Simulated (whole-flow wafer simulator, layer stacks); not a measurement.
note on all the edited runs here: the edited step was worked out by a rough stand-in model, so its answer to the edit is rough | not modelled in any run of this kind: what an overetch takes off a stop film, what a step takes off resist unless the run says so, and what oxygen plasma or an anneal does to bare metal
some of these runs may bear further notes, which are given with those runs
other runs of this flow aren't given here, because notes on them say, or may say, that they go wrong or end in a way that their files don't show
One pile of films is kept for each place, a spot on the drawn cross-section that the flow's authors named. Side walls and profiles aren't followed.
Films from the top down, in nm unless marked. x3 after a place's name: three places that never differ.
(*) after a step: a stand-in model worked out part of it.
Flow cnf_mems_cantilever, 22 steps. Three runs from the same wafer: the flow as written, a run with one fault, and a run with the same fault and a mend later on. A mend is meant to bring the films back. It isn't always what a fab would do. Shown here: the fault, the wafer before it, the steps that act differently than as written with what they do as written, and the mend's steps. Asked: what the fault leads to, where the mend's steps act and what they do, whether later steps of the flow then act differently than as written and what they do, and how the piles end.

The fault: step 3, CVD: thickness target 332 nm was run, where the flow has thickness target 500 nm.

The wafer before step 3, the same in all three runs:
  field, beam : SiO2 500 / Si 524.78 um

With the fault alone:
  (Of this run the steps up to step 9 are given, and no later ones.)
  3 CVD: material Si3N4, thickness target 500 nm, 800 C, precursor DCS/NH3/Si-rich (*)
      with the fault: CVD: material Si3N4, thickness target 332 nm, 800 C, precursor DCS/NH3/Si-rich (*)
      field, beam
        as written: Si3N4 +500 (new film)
        with the fault: Si3N4 +332 (new film)
  No later step of the flow up to step 9 acts differently than as written at any place that is followed.
  After step 9 the piles differ from the flow's by more than 2% or 0.5 nm, whichever is larger, at field, beam.
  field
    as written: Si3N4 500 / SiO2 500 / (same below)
    with the fault: Si3N4 332 / SiO2 500 / (same below)
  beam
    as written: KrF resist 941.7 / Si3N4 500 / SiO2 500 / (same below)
    with the fault: KrF resist 941.7 / Si3N4 332 / SiO2 500 / (same below)

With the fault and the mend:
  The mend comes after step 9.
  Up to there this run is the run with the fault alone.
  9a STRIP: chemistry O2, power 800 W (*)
      beam
        KrF resist -941.7 (all of it)
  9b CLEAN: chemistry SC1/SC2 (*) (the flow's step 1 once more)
      changes no film at any place that is followed
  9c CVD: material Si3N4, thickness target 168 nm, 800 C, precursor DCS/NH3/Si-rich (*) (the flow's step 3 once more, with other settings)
      field, beam
        Si3N4 +168
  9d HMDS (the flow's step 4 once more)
      changes no film at any place that is followed
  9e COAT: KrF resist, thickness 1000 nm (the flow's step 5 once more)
      field, beam
        KrF resist +1000 (new film)
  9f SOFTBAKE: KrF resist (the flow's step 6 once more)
      changes no film at any place that is followed
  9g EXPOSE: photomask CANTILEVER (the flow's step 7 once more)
      changes no film at any place that is followed
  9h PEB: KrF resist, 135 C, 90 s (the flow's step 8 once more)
      field, beam
        KrF resist -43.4
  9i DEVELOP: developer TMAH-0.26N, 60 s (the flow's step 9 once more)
      field
        KrF resist -956.6 (all of it)
      beam
        KrF resist -14.9
  No later step of the flow acts differently than as written at any place that is followed.
  At the end the piles are the same as the flow's at every place that both follow.
